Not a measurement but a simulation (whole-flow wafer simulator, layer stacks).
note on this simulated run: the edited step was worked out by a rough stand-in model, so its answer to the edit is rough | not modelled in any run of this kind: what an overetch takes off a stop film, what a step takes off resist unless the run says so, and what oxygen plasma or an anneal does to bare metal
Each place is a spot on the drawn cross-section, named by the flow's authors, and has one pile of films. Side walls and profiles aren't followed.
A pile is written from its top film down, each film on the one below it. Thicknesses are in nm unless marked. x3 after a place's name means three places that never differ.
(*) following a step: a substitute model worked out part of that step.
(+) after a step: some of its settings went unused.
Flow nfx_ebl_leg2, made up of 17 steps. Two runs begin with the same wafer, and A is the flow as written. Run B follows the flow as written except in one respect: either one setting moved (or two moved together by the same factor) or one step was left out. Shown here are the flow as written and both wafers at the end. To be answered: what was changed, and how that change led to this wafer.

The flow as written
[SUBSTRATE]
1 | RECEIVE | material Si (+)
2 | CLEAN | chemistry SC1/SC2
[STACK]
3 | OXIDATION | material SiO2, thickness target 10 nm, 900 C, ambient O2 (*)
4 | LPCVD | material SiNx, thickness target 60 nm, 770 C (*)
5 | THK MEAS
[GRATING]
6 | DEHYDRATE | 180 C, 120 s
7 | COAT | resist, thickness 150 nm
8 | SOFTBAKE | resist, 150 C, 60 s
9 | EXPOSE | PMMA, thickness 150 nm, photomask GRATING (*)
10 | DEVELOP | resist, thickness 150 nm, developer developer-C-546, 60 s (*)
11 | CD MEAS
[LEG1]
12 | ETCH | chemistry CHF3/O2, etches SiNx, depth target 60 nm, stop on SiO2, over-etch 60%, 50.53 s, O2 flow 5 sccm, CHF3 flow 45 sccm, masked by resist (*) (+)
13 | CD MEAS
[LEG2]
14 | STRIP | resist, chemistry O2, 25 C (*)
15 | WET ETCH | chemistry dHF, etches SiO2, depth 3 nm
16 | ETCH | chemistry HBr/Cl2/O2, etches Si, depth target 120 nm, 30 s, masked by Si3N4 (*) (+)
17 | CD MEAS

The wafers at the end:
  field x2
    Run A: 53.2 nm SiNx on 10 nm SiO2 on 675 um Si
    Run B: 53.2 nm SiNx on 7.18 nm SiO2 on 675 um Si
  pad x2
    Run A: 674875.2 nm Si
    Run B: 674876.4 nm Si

What caused this: step 3, OXIDATION: 865 C was run, though the flow has 900 C.

How this came from the change, step by step:
  3 | OXIDATION | material SiO2, thickness target 10 nm, 900 C, ambient O2 (*)
      field x2, pad x2: A +10 SiO2 (new film), -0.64 chemical SiO2 (all of it), -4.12 Si | B +7.18 SiO2 (new film), -0.64 chemical SiO2 (all of it), -2.88 Si
  12 | ETCH | chemistry CHF3/O2, etches SiNx, depth target 60 nm, stop on SiO2, over-etch 60%, 50.53 s, O2 flow 5 sccm, CHF3 flow 45 sccm, masked by resist (*) (+)
      pad x2: A -60 SiNx (all of it), -10 SiO2 (all of it) | B -60 SiNx (all of it), -7.18 SiO2 (all of it)
